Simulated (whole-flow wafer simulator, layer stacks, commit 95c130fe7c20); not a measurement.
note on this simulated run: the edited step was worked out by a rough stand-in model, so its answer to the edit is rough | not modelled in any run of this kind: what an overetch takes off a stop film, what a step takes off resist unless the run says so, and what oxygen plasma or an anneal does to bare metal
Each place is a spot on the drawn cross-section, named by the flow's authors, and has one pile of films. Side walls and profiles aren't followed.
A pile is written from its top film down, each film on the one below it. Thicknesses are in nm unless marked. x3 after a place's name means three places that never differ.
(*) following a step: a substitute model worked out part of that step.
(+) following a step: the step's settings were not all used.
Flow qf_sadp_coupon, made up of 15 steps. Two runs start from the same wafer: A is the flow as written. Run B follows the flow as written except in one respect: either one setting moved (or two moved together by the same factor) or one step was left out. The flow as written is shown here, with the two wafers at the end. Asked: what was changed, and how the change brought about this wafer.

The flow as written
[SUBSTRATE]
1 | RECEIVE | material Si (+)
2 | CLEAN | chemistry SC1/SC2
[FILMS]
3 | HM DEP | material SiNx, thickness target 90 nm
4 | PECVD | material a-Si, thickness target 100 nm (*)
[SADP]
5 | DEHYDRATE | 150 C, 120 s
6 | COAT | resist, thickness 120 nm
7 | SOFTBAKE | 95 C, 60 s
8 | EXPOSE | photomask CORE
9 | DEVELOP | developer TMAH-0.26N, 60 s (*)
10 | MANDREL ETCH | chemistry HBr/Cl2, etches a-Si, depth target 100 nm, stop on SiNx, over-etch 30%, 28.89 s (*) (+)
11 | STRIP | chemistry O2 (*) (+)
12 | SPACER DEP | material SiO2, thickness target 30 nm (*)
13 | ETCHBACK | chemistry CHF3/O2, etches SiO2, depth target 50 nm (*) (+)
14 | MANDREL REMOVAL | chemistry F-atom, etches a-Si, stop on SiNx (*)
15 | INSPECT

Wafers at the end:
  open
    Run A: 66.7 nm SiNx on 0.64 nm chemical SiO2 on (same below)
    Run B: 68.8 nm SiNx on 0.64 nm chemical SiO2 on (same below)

The reason: step 4, PECVD: thickness target 115 nm was run, whereas the flow has thickness target 100 nm.

Step by step, how the change led to this:
  4 | PECVD | material a-Si, thickness target 100 nm (*)
      m, open: A +100 a-Si (new film) | B +115 a-Si (new film)
  10 | MANDREL ETCH | chemistry HBr/Cl2, etches a-Si, depth target 100 nm, stop on SiNx, over-etch 30%, 28.89 s (*) (+)
      open: A -100 a-Si (all of it), -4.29 SiNx | B -115 a-Si (all of it), -2.14 SiNx
  14 | MANDREL REMOVAL | chemistry F-atom, etches a-Si, stop on SiNx (*)
      m: A -95.8 a-Si (all of it) | B -110.8 a-Si (all of it)
